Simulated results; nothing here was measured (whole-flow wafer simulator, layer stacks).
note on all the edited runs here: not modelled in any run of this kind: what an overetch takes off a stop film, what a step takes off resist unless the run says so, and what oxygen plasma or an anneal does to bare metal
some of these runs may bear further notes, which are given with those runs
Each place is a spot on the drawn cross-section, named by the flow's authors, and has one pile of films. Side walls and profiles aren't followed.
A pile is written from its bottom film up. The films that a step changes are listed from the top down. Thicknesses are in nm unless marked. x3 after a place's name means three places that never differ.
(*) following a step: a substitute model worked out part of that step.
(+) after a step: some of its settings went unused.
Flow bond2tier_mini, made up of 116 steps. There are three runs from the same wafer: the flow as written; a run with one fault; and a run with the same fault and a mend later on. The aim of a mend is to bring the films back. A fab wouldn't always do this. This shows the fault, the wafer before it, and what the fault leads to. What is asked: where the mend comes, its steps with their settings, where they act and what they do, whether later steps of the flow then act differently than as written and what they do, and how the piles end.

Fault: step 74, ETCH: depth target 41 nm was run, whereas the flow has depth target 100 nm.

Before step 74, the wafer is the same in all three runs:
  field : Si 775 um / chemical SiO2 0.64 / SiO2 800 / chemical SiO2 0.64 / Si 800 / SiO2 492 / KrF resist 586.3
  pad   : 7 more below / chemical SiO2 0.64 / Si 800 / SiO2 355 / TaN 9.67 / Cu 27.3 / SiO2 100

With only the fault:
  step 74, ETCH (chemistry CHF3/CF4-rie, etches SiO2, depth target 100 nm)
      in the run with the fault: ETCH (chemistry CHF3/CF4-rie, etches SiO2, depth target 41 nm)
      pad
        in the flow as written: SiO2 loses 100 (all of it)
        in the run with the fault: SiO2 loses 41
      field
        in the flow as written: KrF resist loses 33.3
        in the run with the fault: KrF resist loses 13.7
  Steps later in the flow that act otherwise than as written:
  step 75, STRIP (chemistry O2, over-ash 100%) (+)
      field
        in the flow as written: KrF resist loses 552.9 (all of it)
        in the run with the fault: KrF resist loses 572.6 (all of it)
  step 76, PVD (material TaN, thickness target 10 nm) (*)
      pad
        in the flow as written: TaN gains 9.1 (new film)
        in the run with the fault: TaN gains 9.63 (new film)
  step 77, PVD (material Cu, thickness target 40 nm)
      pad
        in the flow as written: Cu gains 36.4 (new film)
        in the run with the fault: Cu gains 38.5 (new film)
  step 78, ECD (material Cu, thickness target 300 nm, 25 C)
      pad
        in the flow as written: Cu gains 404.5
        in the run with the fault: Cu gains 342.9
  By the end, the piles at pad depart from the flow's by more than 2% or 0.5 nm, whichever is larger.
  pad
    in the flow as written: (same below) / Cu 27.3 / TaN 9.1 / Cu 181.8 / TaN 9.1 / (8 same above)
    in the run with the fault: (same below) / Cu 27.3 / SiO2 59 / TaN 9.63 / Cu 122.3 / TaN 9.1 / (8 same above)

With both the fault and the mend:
  After step 75 comes the mend.
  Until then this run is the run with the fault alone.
  step 75a, COAT (KrF resist, thickness 600 nm) (*) (a further turn of the flow's step 69)
      field
        KrF resist gains 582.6 (new film)
      pad
        KrF resist gains 618.1 (new film)
  step 75b, SOFTBAKE (KrF resist) (a further turn of the flow's step 70)
      does not change any film at any place that is followed
  step 75c, EXPOSE (photomask T2PAD, NA 0.6) (a further turn of the flow's step 71)
      does not change any film at any place that is followed
  step 75d, PEB (KrF resist) (a further turn of the flow's step 72)
      does not change any film at any place that is followed
  step 75e, DEVELOP (developer TMAH-0.26N, 60 s) (a further turn of the flow's step 73)
      field
        KrF resist loses 13.7
      pad
        KrF resist loses 618.1 (all of it)
  step 75f, ETCH (chemistry CHF3/CF4-rie, etches SiO2, depth target 59 nm) (a further turn of the flow's step 74, with different settings)
      field
        KrF resist loses 19.7
      pad
        SiO2 loses 59 (all of it)
  step 75g, STRIP (chemistry O2, over-ash 100%) (+) (a further turn of the flow's step 75)
      field
        KrF resist loses 549.2 (all of it)
  Later steps of the flow that are run all act as written at every place that is followed.
  The piles end the same as the flow's at every place that both follow.
